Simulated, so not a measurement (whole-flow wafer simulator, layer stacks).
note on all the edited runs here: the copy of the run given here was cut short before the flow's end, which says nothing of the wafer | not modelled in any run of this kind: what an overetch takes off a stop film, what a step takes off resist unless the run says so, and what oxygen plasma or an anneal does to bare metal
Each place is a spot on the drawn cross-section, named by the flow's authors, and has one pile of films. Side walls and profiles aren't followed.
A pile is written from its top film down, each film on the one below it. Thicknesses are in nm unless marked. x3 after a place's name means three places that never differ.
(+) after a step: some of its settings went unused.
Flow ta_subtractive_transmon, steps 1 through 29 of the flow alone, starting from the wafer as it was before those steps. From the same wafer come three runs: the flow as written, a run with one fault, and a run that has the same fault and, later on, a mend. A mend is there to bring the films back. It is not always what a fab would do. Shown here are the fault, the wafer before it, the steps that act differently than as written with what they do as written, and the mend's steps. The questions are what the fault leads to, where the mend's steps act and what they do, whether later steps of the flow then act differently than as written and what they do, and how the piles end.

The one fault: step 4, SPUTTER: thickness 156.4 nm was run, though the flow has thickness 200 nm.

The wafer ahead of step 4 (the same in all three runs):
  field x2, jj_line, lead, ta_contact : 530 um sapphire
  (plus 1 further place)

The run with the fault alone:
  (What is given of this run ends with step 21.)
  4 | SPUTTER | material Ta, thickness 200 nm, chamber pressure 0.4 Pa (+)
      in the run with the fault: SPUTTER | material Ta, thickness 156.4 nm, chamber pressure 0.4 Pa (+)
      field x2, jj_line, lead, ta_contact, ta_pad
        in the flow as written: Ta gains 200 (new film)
        in the run with the fault: Ta gains 156.4 (new film)
  Steps further on in the flow that do not act as written:
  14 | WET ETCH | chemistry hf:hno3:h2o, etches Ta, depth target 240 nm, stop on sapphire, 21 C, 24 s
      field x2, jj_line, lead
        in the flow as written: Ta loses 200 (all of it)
        in the run with the fault: Ta loses 156.4 (all of it)
  The piles after step 21 differ from the flow's at ta_contact, ta_pad by more than 2% or 0.5 nm, whichever is larger.
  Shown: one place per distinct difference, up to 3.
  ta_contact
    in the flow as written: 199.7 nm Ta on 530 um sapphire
    in the run with the fault: 156.1 nm Ta on 530 um sapphire

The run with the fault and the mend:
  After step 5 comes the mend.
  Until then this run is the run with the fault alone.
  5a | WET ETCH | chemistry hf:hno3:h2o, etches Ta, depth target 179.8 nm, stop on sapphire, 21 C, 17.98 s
      field x2, jj_line, lead, ta_contact, ta_pad
        Ta loses 156.4 (all of it)
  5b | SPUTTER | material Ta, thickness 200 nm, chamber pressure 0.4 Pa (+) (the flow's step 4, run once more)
      field x2, jj_line, lead, ta_contact, ta_pad
        Ta gains 200 (new film)
  None of the later steps of the flow acts differently than as written at any place that is followed.
  At every place that both follow, the piles at the end match the flow's.
